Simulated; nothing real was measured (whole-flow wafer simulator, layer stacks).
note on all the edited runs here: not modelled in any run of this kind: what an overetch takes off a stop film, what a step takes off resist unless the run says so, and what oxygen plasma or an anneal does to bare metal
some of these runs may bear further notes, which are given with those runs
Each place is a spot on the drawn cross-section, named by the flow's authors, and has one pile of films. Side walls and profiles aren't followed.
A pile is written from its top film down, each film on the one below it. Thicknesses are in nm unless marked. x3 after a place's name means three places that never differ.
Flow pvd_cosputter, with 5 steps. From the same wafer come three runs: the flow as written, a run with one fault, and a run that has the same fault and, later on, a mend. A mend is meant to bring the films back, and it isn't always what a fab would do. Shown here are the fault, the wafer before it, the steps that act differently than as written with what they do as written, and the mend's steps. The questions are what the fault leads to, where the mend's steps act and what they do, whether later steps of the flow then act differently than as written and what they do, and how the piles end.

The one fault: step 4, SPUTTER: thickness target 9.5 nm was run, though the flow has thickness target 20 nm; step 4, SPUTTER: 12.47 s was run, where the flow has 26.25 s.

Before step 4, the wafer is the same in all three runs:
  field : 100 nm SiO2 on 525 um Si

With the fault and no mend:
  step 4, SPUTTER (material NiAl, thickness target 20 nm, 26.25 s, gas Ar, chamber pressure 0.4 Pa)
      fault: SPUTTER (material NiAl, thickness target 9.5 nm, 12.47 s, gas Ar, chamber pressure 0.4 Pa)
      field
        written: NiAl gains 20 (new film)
        fault: NiAl gains 9.5 (new film)
  Later steps of the flow that are run all act as written at every place that is followed.
  By the end, the piles at field depart from the flow's by more than 2% or 0.5 nm, whichever is larger.
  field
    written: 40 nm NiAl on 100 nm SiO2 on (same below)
    fault: 29.5 nm NiAl on 100 nm SiO2 on (same below)

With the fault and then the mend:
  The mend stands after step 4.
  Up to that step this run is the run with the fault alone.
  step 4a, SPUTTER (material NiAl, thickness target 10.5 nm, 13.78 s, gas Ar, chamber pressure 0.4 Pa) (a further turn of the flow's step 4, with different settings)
      field
        NiAl gains 10.5
  Later steps of the flow that are run all act as written at every place that is followed.
  At every place that both follow, the piles at the end match the flow's.
